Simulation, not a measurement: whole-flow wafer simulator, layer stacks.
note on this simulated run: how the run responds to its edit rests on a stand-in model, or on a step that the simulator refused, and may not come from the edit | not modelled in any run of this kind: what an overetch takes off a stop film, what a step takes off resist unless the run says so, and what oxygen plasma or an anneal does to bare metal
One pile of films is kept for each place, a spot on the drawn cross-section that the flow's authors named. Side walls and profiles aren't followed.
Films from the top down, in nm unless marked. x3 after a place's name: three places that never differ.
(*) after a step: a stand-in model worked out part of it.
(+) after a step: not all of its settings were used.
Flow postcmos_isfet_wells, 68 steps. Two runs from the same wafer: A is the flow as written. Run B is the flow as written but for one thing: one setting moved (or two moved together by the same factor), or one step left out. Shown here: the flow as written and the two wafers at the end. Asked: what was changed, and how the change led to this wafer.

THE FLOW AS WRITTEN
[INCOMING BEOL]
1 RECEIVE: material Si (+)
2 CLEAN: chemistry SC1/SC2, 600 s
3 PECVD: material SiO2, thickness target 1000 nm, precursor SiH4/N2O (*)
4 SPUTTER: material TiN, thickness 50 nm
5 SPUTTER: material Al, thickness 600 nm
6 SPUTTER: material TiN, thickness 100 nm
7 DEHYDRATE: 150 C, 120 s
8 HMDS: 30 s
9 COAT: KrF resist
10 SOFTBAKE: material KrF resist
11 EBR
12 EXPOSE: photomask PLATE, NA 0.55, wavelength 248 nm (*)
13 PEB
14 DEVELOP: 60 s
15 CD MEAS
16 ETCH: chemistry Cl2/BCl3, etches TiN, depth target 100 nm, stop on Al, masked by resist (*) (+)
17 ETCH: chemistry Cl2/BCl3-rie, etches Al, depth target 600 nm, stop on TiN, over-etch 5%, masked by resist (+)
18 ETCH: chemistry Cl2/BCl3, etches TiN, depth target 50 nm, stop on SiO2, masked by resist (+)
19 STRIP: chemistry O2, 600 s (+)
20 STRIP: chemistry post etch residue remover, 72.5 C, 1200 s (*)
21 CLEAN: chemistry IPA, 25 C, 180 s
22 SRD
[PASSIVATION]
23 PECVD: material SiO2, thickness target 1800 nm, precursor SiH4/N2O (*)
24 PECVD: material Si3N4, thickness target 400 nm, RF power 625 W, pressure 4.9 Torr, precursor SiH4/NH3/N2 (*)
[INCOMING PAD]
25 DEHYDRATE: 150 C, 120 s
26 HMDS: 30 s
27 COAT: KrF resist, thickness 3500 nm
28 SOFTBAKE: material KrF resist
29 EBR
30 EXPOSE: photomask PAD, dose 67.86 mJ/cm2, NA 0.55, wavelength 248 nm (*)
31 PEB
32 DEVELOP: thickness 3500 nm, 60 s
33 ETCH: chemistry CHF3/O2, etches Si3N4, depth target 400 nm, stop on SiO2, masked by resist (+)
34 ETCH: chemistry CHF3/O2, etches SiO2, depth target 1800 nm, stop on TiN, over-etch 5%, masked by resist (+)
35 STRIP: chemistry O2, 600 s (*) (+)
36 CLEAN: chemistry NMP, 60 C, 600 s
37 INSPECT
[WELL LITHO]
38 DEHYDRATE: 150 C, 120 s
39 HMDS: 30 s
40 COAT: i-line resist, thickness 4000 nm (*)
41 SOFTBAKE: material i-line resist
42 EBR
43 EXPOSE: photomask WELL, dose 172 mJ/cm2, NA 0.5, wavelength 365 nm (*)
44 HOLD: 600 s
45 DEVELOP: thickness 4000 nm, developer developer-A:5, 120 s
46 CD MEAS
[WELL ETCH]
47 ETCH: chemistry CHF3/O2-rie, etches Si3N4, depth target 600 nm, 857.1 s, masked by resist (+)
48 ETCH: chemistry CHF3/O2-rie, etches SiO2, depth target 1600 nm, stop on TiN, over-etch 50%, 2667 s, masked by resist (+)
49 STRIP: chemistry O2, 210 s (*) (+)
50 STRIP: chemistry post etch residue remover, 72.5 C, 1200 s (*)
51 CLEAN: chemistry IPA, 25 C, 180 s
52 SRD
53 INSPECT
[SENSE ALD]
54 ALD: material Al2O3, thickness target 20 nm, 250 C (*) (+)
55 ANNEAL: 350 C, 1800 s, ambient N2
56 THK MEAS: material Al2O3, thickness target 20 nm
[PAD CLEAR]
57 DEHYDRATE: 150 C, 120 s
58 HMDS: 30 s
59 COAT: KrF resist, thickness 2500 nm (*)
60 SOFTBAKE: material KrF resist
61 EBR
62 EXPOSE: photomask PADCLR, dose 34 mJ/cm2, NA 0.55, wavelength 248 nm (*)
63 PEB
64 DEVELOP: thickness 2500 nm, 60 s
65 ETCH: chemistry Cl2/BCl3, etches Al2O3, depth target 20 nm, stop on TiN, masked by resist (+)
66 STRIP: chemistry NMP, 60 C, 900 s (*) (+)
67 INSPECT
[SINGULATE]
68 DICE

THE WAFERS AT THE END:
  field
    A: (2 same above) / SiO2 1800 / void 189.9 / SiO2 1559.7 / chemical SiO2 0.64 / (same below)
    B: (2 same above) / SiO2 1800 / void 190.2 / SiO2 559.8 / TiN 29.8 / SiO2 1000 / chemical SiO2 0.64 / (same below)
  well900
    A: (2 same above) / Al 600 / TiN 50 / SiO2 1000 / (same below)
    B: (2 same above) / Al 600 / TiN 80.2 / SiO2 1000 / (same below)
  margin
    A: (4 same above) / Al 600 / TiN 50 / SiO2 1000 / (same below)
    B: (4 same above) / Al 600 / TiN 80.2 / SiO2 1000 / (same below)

The cause: step 4, SPUTTER: thickness 80.25 nm was run, where the flow has thickness 50 nm.
It can be read off the wafer: well900 has TiN 80.2, and step 4 as written asks for 50 nm.

How the change led to this, step by step:
  4 SPUTTER: material TiN, thickness 50 nm
      field, margin, well900, well1300 x3, pad_rim, pad_clr, pad_open: A TiN +50 (new film) | B TiN +80.2 (new film)
  18 ETCH: chemistry Cl2/BCl3, etches TiN, depth target 50 nm, stop on SiO2, masked by resist (+)
      field: A TiN -50 (all of it) | B TiN -50
  23 PECVD: material SiO2, thickness target 1800 nm, precursor SiH4/N2O (*)
      field: A SiO2 +1800 (new film), void +189.9 (new film), SiO2 +559.7 | B SiO2 +1800 (new film), void +190.2 (new film), SiO2 +559.8 (new film)
Counting metal films that touch as one body, field has 1 body; the flow as written gives 0 bodies.
